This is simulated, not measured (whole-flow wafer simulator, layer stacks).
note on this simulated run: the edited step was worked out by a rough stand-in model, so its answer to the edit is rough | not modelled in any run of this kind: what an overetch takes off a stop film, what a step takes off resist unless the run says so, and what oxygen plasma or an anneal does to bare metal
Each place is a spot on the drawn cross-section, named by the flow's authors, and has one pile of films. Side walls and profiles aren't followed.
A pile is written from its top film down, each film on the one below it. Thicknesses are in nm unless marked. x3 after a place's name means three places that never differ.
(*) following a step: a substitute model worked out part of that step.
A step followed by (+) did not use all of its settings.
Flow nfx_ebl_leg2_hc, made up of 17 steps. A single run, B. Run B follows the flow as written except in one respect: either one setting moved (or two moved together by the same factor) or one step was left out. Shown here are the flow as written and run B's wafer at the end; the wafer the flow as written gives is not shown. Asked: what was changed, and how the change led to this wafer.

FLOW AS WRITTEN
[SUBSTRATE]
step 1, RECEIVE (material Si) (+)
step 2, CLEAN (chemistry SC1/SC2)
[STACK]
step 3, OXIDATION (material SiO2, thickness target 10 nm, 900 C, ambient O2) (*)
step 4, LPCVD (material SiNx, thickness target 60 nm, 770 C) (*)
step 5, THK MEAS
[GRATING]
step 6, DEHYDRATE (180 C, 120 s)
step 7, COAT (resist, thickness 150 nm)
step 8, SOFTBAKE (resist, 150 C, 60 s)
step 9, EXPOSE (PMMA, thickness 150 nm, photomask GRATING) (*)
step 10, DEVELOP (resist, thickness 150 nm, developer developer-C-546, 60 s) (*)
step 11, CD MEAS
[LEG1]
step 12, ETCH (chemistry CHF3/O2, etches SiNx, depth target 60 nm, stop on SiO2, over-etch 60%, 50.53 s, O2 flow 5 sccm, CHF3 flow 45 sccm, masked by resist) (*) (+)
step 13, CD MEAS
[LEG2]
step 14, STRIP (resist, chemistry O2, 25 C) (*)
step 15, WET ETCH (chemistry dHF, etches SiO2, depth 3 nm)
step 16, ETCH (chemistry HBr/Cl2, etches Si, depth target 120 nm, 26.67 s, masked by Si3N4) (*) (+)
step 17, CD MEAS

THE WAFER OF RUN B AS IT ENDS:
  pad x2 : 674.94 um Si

What caused this: step 16, ETCH: depth target 60 nm was run, while the flow as written has depth target 120 nm.

The path from the change to this, step by step:
  step 16, ETCH (chemistry HBr/Cl2, etches Si, depth target 120 nm, 26.67 s, masked by Si3N4) (*) (+)
      pad x2: -60 Si (it would be, as written: -120 Si)
